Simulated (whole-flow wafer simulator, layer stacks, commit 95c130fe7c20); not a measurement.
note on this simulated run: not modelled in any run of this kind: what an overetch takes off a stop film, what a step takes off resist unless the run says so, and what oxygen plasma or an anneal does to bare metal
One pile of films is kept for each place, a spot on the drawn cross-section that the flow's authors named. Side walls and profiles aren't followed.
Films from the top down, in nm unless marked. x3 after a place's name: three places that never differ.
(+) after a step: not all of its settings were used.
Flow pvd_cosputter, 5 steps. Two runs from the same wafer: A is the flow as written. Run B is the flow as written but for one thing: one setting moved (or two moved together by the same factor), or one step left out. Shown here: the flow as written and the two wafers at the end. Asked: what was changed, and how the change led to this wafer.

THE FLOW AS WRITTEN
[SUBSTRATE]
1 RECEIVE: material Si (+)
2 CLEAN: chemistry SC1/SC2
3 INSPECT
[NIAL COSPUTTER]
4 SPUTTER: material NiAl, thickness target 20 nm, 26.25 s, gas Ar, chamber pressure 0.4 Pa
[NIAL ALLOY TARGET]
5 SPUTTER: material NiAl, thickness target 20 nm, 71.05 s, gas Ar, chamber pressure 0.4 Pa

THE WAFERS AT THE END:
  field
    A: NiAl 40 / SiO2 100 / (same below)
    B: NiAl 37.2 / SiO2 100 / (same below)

The cause: step 5, SPUTTER: thickness target 17.2 nm was run, where the flow has thickness target 20 nm; step 5, SPUTTER: 61.1 s was run, where the flow has 71.05 s.

How the change led to this, step by step:
  5 SPUTTER: material NiAl, thickness target 20 nm, 71.05 s, gas Ar, chamber pressure 0.4 Pa
      field: A NiAl +20 | B NiAl +17.2
